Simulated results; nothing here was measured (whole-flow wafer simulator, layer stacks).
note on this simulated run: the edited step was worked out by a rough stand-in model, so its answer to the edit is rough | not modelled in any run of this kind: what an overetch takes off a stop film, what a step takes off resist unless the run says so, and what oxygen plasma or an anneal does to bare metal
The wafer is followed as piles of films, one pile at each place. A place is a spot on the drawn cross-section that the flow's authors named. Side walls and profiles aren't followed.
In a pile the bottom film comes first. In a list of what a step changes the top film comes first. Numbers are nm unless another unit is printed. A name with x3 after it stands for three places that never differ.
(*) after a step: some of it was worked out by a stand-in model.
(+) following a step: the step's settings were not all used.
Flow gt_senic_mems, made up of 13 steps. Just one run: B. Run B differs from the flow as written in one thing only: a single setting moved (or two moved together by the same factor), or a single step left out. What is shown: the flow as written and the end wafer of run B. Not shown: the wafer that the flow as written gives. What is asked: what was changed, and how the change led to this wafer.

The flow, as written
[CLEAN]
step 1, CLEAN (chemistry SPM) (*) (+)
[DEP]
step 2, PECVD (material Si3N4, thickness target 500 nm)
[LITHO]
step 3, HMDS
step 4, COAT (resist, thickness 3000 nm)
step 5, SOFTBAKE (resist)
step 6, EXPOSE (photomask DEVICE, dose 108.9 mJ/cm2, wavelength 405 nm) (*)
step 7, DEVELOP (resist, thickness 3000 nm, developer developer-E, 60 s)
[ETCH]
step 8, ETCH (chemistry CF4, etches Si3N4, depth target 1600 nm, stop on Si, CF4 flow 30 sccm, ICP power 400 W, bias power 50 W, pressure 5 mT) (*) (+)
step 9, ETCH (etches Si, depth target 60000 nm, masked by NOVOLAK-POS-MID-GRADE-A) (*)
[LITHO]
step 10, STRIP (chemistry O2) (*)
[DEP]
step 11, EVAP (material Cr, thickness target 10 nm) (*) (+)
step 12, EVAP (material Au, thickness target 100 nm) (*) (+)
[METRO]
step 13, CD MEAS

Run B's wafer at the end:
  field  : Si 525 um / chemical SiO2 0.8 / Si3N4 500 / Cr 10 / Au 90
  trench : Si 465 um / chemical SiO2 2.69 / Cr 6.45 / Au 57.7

The reason: step 12, EVAP: thickness target 90 nm was run, though the flow has thickness target 100 nm.
One can read it off the wafer: field has Au 90, and step 12 as written asks for 100 nm.

How this came from the change, step by step:
  step 12, EVAP (material Au, thickness target 100 nm) (*) (+)
      field: Au gains 90 (new film) (as written it would have been: Au gains 100 (new film))
      trench: Au gains 57.7 (new film) (as written it would have been: Au gains 64.1 (new film))
